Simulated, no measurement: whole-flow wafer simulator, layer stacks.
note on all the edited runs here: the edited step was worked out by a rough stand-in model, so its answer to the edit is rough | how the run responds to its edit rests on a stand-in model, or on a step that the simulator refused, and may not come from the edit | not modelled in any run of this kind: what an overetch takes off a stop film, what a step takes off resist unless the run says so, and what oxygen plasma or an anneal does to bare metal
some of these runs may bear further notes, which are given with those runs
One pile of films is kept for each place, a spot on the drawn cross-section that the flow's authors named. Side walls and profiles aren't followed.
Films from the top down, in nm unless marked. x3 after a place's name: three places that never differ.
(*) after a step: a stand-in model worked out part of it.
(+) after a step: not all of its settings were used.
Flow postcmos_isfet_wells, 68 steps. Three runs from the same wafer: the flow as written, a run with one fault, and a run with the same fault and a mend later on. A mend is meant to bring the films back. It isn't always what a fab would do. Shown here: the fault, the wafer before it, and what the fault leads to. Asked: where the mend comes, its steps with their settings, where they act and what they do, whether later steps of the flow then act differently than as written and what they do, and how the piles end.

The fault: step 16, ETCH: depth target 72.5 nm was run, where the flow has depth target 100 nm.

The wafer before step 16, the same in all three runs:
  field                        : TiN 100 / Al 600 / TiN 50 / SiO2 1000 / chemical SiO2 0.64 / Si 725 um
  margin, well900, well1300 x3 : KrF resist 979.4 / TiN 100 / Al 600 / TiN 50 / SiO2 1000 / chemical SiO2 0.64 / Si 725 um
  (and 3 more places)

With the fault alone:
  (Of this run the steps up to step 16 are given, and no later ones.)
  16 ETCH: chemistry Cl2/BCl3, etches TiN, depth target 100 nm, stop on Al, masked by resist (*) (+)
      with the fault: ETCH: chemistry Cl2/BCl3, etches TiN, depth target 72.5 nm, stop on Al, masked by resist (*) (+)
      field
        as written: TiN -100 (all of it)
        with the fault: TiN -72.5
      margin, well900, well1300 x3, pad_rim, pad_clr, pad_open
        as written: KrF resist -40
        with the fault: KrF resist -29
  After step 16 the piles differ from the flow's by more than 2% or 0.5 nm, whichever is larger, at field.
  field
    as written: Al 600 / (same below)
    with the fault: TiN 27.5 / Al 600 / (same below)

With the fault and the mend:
  The mend comes after step 16.
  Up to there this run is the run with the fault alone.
  16a ETCH: chemistry Cl2/BCl3, etches TiN, depth target 27.5 nm, stop on Al, masked by resist (the flow's step 16 once more, with other settings)
      margin, well900, well1300 x3, pad_rim, pad_clr, pad_open
        KrF resist -11
      field
        TiN -27.5 (all of it)
  No later step of the flow acts differently than as written at any place that is followed.
  At the end the piles are the same as the flow's at every place that both follow.
